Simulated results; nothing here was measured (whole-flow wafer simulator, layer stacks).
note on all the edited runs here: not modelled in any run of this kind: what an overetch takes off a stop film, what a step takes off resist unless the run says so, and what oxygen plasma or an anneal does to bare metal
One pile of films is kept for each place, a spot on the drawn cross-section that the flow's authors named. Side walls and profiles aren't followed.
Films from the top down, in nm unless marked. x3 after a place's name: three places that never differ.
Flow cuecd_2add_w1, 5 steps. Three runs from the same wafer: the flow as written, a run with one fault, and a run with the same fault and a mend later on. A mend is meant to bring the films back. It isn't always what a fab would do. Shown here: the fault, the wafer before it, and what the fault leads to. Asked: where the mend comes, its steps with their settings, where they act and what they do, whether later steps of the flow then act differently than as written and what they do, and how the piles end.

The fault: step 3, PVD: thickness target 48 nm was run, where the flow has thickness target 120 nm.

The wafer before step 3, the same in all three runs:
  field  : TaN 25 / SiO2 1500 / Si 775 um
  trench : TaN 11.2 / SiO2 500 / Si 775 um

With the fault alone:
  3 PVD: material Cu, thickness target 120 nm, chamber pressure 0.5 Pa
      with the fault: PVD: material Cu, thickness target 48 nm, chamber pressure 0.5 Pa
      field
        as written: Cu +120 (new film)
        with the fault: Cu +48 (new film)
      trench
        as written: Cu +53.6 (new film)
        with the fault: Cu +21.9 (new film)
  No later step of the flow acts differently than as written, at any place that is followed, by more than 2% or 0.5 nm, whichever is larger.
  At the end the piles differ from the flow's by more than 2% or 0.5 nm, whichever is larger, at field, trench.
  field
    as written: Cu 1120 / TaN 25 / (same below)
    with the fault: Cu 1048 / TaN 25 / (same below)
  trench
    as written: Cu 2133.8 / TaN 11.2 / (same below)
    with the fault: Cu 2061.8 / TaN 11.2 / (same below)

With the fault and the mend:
  The mend comes after step 3.
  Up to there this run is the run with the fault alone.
  3a PVD: material Cu, thickness target 72 nm, chamber pressure 0.5 Pa (the flow's step 3 once more, with other settings)
      field
        Cu +72
      trench
        Cu +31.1
  No later step of the flow acts differently than as written, at any place that is followed, by more than 2% or 0.5 nm, whichever is larger.
  At the end the piles are the same as the flow's at every place that both follow.
